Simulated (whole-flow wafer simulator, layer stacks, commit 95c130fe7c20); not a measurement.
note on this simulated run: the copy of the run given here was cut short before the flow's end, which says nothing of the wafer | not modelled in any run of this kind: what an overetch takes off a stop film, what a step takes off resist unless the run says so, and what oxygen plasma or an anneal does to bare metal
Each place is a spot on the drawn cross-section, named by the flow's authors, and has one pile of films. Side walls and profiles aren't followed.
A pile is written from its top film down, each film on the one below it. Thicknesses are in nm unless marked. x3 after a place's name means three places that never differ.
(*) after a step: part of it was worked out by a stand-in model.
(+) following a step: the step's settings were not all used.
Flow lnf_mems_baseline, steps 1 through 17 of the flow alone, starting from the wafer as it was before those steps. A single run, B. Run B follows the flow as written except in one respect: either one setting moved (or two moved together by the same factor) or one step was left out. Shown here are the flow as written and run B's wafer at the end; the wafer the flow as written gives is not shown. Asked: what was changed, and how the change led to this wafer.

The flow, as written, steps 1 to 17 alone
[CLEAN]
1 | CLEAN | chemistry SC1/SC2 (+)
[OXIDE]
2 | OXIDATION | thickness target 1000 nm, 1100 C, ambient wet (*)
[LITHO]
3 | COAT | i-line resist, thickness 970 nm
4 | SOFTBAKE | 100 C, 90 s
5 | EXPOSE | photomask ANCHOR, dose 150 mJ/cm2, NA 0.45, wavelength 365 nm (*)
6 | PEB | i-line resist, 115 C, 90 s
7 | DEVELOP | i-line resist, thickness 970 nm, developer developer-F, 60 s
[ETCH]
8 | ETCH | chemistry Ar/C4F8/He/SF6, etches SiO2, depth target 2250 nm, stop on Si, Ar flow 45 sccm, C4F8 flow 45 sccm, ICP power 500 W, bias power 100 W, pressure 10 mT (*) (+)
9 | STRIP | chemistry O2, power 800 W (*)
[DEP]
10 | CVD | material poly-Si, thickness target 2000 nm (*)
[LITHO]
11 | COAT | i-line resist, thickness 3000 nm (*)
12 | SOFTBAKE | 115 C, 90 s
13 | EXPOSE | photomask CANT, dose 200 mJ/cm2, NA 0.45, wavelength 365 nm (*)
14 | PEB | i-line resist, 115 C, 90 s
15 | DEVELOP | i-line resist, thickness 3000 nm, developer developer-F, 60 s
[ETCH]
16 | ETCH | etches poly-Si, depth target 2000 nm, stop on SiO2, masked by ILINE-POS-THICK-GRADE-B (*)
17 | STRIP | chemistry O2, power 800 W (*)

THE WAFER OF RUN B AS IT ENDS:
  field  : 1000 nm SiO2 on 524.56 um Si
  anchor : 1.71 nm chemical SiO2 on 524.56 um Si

Cause: step 10, CVD: material poly-Si, thickness target 2000 nm (*), was not run.

Step by step, how the change led to this:
  11 | COAT | i-line resist, thickness 3000 nm (*)
      field: +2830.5 i-line resist (new film) (as written it would have been: +2996.1 i-line resist (new film))
      anchor: +3761 i-line resist (new film) (as written it would have been: +3611.6 i-line resist (new film))
      (as well as at 1 more place)
  12 | SOFTBAKE | 115 C, 90 s
      field: +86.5 i-line resist (as written it would have been: -6.66 i-line resist)
      beam: +44.9 i-line resist (as written it would have been: -8.15 i-line resist)
      (as well as at 2 more places)
  14 | PEB | i-line resist, 115 C, 90 s
      field, beam: -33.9 i-line resist (as written it would have been: -34.7 i-line resist)
      anchor: -50.8 i-line resist (as written it would have been: -46.1 i-line resist)
  16 | ETCH | etches poly-Si, depth target 2000 nm, stop on SiO2, masked by ILINE-POS-THICK-GRADE-B (*)
      trench, char_slit: nothing (as written it would have been: -2000 poly-Si (all of it))
  17 | STRIP | chemistry O2, power 800 W (*)
      field: -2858 i-line resist (all of it) (as written it would have been: +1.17 chemical SiO2 (new film), -2929.6 i-line resist (all of it), -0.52 poly-Si)
      anchor: -3839 i-line resist (all of it), +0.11 chemical SiO2 (as written it would have been: +1.17 chemical SiO2 (new film), -3585.8 i-line resist (all of it), -0.52 poly-Si)
      (as well as at 1 more place)
